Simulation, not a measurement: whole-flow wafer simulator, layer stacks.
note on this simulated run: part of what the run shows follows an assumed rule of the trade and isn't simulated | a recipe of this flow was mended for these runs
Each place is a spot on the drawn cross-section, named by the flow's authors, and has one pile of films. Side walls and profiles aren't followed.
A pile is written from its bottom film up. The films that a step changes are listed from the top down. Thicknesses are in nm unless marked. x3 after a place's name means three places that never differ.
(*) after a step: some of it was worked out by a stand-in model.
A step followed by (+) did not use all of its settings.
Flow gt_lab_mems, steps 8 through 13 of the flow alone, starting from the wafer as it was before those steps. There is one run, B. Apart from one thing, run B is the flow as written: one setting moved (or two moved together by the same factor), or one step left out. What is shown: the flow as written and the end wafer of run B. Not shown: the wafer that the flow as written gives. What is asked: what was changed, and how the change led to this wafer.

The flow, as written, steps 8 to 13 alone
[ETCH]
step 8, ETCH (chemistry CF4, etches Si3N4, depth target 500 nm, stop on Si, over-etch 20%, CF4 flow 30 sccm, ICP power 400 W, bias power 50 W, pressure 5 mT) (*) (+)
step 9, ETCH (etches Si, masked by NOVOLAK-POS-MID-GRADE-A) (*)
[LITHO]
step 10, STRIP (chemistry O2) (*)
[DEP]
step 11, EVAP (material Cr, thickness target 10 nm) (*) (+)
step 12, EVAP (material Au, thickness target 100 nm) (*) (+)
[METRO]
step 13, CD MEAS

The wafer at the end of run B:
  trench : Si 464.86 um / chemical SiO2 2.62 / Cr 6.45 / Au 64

The reason: step 8, ETCH: depth target 725 nm was run, while the flow as written has depth target 500 nm.

Step by step, how the change led to this:
  step 8, ETCH (chemistry CF4, etches Si3N4, depth target 500 nm, stop on Si, over-etch 20%, CF4 flow 30 sccm, ICP power 400 W, bias power 50 W, pressure 5 mT) (*) (+)
      field: -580 g/i-line-resist (it would be, as written: -400 g/i-line-resist)
      trench: -500 Si3N4 (all of it), -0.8 chemical SiO2 (all of it), -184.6 Si (it would be, as written: -500 Si3N4 (all of it), -0.8 chemical SiO2 (all of it), -49.6 Si)
  step 10, STRIP (chemistry O2) (*)
      field: -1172 g/i-line-resist (all of it) (it would be, as written: -1352 g/i-line-resist (all of it))
